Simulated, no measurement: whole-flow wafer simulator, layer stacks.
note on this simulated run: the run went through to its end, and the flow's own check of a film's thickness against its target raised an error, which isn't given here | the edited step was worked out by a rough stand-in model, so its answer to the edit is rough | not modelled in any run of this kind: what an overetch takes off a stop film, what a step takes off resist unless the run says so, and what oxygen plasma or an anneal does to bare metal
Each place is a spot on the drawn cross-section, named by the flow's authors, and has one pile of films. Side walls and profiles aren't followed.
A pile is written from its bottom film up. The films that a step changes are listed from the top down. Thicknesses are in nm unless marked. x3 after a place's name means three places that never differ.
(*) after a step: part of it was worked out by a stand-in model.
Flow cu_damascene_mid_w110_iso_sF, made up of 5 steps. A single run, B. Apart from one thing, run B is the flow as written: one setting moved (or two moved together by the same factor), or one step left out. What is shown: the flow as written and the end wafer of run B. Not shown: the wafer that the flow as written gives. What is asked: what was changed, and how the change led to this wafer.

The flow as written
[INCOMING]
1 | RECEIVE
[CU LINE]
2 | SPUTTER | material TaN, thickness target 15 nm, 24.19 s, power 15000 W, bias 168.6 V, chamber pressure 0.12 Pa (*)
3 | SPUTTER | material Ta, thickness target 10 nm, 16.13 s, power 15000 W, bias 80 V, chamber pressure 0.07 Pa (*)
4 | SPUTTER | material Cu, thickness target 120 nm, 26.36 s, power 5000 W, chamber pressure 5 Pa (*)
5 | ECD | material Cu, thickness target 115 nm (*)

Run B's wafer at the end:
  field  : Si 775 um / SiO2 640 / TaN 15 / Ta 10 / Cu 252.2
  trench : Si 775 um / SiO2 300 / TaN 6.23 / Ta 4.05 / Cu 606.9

Cause: step 5, ECD: thickness target 132.2 nm was run, though the flow has thickness target 115 nm.

How this came from the change, step by step:
  5 | ECD | material Cu, thickness target 115 nm (*)
      field: +132.2 Cu (it would be, as written: +115 Cu)
      trench: +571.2 Cu (it would be, as written: +554 Cu)
